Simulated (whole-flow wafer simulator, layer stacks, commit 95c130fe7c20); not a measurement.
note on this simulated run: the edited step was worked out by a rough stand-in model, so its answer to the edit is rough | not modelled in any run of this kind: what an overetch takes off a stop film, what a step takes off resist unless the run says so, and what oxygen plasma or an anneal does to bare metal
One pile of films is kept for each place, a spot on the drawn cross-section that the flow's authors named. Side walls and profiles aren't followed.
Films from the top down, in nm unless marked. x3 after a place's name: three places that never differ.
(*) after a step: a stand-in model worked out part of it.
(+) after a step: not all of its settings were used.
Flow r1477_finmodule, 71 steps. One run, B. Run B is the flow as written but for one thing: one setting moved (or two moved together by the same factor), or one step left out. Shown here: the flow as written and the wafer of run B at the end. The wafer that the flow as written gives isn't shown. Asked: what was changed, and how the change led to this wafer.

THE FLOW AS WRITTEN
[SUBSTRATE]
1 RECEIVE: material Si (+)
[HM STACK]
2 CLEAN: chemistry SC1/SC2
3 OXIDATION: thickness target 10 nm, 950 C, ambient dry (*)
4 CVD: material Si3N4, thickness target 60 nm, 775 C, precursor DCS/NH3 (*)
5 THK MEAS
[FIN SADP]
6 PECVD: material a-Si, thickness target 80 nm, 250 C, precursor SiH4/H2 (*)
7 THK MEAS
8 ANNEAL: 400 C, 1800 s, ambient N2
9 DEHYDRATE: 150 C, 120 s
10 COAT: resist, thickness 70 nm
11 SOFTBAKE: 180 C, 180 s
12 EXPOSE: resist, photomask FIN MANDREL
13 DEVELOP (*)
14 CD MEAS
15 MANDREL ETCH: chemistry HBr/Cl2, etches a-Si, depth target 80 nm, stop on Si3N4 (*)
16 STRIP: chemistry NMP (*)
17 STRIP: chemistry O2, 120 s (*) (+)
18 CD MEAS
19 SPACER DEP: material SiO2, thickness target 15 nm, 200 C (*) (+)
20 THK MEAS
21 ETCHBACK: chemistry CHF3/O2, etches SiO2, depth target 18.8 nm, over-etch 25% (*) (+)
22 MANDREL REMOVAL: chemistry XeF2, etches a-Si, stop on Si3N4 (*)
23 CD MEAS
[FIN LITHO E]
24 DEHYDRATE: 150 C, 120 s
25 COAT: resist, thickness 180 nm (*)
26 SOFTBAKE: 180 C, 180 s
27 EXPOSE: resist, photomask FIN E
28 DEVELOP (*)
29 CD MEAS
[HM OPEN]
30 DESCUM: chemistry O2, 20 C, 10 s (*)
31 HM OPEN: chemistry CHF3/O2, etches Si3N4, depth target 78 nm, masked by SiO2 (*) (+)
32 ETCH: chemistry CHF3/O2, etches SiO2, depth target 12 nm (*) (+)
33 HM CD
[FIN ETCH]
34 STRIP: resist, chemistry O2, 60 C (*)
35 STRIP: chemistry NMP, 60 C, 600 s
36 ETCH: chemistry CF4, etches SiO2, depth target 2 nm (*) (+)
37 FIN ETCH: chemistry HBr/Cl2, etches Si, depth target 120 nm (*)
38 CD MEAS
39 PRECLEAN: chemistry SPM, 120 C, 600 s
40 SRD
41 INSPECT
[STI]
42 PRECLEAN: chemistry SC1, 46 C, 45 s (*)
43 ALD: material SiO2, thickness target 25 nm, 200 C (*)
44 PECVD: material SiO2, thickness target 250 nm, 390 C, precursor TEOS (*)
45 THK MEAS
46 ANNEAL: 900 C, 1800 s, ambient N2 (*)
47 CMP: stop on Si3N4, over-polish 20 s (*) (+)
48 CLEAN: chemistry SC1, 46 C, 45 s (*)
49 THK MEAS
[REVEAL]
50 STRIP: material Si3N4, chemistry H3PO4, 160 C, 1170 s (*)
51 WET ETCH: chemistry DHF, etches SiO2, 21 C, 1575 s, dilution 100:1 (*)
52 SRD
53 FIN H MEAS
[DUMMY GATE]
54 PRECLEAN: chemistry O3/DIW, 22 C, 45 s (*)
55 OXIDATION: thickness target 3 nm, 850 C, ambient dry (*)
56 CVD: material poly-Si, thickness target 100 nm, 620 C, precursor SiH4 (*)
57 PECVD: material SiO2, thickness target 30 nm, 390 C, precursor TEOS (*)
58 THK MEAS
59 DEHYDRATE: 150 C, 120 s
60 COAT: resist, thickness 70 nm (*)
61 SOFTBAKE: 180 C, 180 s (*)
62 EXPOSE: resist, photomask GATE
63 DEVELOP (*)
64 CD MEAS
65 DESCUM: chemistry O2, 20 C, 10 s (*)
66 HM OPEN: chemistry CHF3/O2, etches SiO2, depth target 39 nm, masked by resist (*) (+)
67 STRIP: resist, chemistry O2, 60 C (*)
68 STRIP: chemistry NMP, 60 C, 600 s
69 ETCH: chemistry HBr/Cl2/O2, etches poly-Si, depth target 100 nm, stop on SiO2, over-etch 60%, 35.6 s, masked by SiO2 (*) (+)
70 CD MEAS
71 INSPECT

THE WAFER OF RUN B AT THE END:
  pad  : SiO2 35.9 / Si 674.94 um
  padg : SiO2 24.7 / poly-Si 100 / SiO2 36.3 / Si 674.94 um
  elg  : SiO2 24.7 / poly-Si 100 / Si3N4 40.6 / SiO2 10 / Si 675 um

The cause: step 37, FIN ETCH: depth target 52.8 nm was run, where the flow has depth target 120 nm.

How the change led to this, step by step:
  37 FIN ETCH: chemistry HBr/Cl2, etches Si, depth target 120 nm (*)
      pad, padg, esg and 19 more: Si -52.8 (as written it would be: Si -120)
      elg, e40lg, e100lg, e200lg, elo, e40lo, e100lo, e200lo: Si3N4 -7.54 (as written it would be: Si3N4 -17.1)
      (and at 6 more places)
  43 ALD: material SiO2, thickness target 25 nm, 200 C (*)
      s40cg, s45cg, s50cg, s40co, s45co, s50co: SiO2 +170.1 (new film) (as written it would be: SiO2 +232.1 (new film))
      esg: SiO2 +136.7 (new film) (as written it would be: SiO2 +194.3 (new film))
  47 CMP: stop on Si3N4, over-polish 20 s (*) (+)
      pad, padg, e40sg and 11 more: SiO2 -139 (as written it would be: SiO2 -71.8)
      elg, esg, e40lg and 6 more: SiO2 -251.2 (as written it would be: SiO2 -241.6)
      (and at 1 more place)
  51 WET ETCH: chemistry DHF, etches SiO2, 21 C, 1575 s, dilution 100:1 (*)
      elg, e40lg, e100lg, e200lg, elo, e40lo, e100lo, e200lo: SiO2 -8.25 (all of it), Si3N4 -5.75 (as written it would be: SiO2 -17.8 (all of it), Si3N4 -4.97)
  56 CVD: material poly-Si, thickness target 100 nm, 620 C, precursor SiH4 (*)
      esg: poly-Si +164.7 (new film) (as written it would be: poly-Si +156 (new film))
  60 COAT: resist, thickness 70 nm (*)
      e40sg, eso, e40so: resist +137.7 (new film) (as written it would be: resist +129.5 (new film))
      e100sg, e100so: resist +137.7 (new film) (as written it would be: resist +129.4 (new film))
      (and at 2 more places)
  63 DEVELOP (*)
      eso, e40so: resist -137.7 (all of it) (as written it would be: resist -129.5 (all of it))
      e100so: resist -137.7 (all of it) (as written it would be: resist -129.4 (all of it))
      (and at 1 more place)
  67 STRIP: resist, chemistry O2, 60 C (*)
      e40sg: resist -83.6 (all of it) (as written it would be: resist -75.4 (all of it))
      e100sg: resist -83.6 (all of it) (as written it would be: resist -75.3 (all of it))
      (and at 1 more place)
